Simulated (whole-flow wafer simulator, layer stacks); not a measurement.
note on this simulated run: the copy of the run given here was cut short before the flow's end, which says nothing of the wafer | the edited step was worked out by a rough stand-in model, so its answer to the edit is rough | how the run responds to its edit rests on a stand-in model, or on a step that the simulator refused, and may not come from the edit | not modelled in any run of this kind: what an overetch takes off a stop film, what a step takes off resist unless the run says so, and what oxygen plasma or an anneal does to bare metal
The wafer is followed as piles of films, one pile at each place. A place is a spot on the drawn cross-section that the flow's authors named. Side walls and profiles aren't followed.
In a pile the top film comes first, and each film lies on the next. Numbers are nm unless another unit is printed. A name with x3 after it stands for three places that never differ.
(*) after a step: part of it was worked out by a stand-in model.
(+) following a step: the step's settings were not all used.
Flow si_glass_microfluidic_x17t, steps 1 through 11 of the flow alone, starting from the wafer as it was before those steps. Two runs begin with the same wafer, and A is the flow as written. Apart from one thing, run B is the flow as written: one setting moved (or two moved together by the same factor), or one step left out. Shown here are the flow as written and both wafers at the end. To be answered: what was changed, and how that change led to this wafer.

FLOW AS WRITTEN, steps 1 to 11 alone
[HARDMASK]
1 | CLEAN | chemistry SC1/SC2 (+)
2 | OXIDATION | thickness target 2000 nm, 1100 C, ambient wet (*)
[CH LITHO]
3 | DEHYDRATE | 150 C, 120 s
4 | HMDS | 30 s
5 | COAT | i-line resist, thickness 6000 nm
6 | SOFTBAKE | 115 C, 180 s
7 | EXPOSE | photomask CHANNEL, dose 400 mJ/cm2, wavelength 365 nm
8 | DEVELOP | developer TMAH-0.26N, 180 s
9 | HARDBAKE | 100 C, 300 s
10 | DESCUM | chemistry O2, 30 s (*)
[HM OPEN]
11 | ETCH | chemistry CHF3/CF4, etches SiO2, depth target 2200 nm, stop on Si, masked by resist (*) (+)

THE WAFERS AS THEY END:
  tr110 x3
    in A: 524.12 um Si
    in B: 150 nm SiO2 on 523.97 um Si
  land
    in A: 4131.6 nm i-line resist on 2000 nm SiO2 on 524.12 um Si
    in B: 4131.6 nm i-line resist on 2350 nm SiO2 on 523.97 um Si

Cause: step 2, OXIDATION: thickness target 2350 nm was run, while the flow as written has thickness target 2000 nm.
The wafer itself shows it: land has SiO2 2350, and step 2 as written asks for 2000 nm.

How this came from the change, step by step:
  2 | OXIDATION | thickness target 2000 nm, 1100 C, ambient wet (*)
      land, tr110 x3: A +2000 SiO2 (new film), -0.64 chemical SiO2 (all of it), -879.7 Si | B +2350 SiO2 (new film), -0.64 chemical SiO2 (all of it), -1033.7 Si
  11 | ETCH | chemistry CHF3/CF4, etches SiO2, depth target 2200 nm, stop on Si, masked by resist (*) (+)
      tr110 x3: A -2000 SiO2 (all of it) | B -2200 SiO2
